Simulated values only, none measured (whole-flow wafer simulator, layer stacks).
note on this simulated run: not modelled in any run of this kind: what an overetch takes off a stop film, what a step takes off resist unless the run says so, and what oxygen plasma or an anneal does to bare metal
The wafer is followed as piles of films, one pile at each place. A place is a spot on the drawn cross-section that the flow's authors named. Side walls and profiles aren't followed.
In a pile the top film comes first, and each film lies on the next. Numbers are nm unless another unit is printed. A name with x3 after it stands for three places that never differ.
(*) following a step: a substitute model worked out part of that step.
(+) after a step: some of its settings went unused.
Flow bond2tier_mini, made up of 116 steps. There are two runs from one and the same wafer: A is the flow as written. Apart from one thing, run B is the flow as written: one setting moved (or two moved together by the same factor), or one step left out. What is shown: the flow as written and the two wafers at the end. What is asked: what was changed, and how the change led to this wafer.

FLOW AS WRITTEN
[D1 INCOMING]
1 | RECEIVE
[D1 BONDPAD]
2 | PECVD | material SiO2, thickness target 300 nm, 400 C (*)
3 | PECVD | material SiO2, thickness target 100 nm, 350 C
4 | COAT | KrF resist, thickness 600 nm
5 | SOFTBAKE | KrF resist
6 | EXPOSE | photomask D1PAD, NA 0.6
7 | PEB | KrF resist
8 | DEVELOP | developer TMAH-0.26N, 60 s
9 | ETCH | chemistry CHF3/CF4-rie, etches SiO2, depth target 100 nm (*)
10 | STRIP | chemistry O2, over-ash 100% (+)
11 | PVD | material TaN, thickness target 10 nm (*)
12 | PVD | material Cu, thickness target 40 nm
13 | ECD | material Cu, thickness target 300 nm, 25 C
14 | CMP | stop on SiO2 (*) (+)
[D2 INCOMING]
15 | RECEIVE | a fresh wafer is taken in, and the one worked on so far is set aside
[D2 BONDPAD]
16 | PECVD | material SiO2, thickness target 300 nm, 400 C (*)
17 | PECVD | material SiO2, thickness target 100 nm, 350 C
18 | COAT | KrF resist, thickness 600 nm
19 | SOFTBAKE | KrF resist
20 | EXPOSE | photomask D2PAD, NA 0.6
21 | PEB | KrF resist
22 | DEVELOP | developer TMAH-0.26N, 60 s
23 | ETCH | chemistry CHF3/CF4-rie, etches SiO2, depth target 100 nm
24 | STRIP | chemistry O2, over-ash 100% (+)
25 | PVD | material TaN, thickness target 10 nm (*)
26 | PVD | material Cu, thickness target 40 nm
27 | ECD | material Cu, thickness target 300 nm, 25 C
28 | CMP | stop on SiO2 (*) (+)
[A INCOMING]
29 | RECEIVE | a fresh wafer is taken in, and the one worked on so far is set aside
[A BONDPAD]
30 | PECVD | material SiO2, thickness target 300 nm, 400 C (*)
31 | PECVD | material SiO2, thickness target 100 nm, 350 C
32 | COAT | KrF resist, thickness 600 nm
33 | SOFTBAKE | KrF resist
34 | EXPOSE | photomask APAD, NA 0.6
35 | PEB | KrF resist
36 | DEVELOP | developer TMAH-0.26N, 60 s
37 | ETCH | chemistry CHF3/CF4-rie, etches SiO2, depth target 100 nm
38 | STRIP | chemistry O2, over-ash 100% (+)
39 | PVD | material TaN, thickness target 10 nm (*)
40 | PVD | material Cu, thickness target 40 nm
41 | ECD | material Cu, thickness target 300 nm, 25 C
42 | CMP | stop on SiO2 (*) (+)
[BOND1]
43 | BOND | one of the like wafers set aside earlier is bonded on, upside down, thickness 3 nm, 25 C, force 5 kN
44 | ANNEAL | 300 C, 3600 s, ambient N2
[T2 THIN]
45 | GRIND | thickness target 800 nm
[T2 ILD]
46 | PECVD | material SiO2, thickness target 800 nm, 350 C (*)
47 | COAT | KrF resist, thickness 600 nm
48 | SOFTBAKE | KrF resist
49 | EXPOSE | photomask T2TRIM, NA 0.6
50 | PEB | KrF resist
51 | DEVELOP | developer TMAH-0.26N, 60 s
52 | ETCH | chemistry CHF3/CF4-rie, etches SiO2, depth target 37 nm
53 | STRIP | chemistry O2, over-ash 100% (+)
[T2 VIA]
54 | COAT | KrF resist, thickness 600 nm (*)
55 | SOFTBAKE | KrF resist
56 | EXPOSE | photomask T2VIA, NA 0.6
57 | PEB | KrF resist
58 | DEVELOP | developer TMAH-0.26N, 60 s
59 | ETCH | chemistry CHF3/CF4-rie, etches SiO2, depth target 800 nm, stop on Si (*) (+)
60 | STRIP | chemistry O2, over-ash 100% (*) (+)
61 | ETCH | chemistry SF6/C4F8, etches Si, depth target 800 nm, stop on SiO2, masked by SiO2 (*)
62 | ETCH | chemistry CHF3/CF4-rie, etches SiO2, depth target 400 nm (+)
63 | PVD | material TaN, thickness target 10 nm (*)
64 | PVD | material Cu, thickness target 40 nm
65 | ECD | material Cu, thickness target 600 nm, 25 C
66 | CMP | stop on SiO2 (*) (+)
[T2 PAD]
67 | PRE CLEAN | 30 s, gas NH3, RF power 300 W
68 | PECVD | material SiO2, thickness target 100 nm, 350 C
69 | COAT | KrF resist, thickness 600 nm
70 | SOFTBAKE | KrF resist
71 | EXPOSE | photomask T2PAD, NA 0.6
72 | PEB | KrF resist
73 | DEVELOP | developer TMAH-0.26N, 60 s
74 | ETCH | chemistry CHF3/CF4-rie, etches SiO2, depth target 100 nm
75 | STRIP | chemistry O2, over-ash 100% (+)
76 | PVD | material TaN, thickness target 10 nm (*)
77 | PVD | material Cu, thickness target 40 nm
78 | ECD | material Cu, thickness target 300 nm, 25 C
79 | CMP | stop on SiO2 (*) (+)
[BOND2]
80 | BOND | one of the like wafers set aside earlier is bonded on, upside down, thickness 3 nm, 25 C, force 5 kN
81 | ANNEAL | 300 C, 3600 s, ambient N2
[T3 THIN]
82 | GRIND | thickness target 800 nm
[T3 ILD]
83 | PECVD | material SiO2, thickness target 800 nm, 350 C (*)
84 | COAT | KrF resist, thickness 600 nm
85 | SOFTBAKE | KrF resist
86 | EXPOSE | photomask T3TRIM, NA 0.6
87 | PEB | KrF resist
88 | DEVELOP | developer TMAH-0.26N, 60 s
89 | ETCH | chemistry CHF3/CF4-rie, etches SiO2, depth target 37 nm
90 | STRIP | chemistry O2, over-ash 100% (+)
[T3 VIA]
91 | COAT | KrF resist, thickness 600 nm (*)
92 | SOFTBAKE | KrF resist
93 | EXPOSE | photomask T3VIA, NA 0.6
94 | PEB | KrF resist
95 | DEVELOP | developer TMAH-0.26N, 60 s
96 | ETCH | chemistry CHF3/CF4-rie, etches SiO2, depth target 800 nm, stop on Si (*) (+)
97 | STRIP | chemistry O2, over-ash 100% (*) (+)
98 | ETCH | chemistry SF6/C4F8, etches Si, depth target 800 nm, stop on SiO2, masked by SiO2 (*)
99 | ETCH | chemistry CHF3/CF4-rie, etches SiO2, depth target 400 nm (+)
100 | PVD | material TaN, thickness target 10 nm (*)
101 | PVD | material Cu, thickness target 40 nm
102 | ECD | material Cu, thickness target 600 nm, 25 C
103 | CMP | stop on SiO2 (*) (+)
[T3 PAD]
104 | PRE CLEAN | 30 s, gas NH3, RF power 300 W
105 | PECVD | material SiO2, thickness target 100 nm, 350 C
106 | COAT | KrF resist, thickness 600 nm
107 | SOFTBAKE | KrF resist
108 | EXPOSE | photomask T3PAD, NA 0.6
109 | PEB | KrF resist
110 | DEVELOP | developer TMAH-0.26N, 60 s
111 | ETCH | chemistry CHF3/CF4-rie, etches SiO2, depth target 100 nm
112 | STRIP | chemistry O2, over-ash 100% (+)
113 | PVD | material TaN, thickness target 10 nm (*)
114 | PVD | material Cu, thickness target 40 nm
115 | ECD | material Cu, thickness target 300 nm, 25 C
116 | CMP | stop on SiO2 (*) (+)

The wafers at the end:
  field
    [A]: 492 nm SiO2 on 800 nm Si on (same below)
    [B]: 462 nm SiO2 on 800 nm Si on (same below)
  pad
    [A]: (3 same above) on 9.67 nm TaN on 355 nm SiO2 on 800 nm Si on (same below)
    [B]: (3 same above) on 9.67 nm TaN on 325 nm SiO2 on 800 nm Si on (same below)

The reason: step 99, ETCH: depth target 430 nm was run, though the flow has depth target 400 nm.

How this came from the change, step by step:
  99 | ETCH | chemistry CHF3/CF4-rie, etches SiO2, depth target 400 nm (+)
      field, pad: A SiO2 loses 400 | B SiO2 loses 430
